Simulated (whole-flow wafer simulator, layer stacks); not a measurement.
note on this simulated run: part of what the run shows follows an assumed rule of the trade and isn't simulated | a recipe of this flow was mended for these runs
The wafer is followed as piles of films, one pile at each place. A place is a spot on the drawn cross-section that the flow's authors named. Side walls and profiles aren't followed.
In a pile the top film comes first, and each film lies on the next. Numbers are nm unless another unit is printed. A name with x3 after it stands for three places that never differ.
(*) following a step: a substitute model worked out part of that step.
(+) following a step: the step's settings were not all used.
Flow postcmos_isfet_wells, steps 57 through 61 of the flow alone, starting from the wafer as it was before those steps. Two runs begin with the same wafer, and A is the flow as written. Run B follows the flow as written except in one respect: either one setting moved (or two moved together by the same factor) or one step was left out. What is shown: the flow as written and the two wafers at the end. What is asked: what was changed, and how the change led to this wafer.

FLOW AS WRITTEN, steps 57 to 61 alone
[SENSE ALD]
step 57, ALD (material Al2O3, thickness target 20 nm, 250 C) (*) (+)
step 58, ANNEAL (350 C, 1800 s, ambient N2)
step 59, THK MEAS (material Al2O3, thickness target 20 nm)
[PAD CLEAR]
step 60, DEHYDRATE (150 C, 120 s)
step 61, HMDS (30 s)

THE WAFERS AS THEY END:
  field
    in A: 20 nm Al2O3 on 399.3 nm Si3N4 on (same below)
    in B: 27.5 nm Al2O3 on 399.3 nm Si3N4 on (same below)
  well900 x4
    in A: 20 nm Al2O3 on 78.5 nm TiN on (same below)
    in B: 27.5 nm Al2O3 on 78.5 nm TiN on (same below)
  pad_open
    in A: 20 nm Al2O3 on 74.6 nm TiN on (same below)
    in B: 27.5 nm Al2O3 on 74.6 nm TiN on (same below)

Cause: step 57, ALD: thickness target 27.5 nm was run, whereas the flow has thickness target 20 nm.
One can read it off the wafer: field has Al2O3 27.5, and step 57 as written asks for 20 nm.

The path from the change to this, step by step:
  step 57, ALD (material Al2O3, thickness target 20 nm, 250 C) (*) (+)
      field, margin x3, well900 x4, pad_open: A Al2O3 gains 20 (new film) | B Al2O3 gains 27.5 (new film)
